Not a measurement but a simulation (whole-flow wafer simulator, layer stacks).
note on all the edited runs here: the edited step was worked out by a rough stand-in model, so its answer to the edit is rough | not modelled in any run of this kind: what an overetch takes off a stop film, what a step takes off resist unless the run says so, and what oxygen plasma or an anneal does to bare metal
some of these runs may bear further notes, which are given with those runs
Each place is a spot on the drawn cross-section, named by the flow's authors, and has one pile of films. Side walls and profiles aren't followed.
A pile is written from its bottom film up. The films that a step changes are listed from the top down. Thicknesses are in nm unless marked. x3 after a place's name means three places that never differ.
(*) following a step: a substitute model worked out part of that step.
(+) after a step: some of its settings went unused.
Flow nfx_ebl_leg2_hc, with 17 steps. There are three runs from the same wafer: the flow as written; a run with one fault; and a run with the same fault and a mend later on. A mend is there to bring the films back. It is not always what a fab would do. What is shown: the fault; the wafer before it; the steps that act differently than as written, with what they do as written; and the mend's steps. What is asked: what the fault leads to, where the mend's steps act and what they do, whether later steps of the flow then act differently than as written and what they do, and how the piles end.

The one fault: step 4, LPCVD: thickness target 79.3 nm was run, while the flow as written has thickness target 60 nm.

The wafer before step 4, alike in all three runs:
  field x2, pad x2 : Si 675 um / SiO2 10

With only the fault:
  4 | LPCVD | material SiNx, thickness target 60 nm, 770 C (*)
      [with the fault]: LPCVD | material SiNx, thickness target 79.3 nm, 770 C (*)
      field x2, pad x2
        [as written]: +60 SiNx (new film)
        [with the fault]: +79.3 SiNx (new film)
  Steps later in the flow that act otherwise than as written:
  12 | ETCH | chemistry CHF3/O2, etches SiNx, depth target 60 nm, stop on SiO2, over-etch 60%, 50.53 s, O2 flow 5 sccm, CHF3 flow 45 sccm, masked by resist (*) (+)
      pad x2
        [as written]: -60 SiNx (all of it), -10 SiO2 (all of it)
        [with the fault]: -79.3 SiNx (all of it), -8.35 SiO2
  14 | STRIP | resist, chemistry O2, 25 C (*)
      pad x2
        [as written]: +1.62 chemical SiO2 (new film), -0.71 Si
        [with the fault]: nothing
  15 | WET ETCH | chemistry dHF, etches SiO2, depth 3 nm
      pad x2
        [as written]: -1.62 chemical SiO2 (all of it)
        [with the fault]: -1.65 SiO2 (all of it)
  By the end, the piles at field x2 depart from the flow's by more than 2% or 0.5 nm, whichever is larger.
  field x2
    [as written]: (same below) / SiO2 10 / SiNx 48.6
    [with the fault]: (same below) / SiO2 10 / SiNx 67.9

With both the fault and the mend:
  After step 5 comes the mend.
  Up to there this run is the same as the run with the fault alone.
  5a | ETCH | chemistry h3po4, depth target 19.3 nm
      field x2, pad x2
        -19.3 SiNx
  Later steps of the flow that are run all act as written at every place that is followed.
  At every place that both follow, the piles at the end match the flow's.
